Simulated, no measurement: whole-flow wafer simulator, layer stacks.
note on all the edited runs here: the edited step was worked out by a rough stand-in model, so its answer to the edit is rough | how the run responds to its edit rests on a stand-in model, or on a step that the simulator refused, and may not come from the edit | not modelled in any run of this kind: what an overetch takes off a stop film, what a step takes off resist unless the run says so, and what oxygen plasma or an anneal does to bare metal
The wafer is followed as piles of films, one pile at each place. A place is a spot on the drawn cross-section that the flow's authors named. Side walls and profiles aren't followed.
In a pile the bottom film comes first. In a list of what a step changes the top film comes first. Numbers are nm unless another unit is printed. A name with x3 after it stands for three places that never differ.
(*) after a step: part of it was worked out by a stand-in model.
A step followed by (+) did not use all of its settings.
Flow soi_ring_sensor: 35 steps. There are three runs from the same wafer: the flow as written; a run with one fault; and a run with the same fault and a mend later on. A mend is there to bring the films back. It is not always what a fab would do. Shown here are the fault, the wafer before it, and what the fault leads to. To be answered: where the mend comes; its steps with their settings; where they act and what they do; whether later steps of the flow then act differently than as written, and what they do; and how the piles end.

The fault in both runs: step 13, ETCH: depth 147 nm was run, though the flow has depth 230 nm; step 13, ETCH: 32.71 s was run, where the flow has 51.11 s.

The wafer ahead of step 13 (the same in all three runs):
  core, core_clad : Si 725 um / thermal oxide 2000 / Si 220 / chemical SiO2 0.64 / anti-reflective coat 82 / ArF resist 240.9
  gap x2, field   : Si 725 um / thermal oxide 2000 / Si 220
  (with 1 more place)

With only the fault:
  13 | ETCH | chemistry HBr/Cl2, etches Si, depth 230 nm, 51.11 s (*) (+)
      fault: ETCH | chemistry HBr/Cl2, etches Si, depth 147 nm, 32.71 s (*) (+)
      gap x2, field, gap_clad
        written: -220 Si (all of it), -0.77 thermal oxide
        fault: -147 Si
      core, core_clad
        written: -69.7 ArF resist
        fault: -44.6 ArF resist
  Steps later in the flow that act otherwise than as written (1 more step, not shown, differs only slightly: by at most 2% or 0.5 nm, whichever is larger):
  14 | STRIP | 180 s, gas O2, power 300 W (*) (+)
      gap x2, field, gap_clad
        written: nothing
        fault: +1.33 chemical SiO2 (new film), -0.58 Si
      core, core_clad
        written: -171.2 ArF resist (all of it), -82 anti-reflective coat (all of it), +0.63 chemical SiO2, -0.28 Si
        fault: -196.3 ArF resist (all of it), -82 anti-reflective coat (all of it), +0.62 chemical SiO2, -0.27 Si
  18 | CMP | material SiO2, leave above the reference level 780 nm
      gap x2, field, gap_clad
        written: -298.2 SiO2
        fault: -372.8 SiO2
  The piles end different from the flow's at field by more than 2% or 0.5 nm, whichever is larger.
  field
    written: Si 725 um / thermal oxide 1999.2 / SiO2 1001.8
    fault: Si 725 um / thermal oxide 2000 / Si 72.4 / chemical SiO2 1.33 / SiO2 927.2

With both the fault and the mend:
  After step 13 comes the mend.
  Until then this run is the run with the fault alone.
  13a | ETCH | chemistry HBr/Cl2, etches Si, depth 83 nm, 18.44 s (*) (+) (a further turn of the flow's step 13, with different settings)
      gap x2, field, gap_clad
        -73 Si (all of it), -0.77 thermal oxide
      core, core_clad
        -25.2 ArF resist
  Later steps of the flow that are run all act as written at every place that is followed, up to a difference of at most 2% or 0.5 nm, whichever is larger.
  At every place that both follow, the piles at the end match the flow's.
